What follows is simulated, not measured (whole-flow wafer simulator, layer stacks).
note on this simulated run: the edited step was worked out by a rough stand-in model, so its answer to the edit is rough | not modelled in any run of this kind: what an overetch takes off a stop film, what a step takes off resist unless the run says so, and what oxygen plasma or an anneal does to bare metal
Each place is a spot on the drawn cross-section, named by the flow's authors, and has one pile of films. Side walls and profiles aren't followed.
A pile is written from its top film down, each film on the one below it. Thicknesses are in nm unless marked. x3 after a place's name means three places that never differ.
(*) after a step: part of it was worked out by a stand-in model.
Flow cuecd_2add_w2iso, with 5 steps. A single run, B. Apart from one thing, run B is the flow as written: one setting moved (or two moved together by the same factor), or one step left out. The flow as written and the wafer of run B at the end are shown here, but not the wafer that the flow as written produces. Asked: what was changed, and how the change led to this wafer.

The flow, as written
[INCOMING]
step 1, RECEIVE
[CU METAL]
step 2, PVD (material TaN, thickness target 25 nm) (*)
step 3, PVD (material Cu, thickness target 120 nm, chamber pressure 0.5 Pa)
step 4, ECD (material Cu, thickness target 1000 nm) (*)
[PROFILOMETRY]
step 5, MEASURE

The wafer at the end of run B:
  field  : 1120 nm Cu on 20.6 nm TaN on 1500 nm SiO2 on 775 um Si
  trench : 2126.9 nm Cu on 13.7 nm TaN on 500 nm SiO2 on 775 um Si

The reason: step 2, PVD: thickness target 20.6 nm was run, though the flow has thickness target 25 nm.
The wafer lets one read it off: field has TaN 20.6, and step 2 as written asks for 25 nm.

The path from the change to this, step by step:
  step 2, PVD (material TaN, thickness target 25 nm) (*)
      field: +20.6 TaN (new film) (it would be, as written: +25 TaN (new film))
      trench: +13.7 TaN (new film) (it would be, as written: +16.6 TaN (new film))
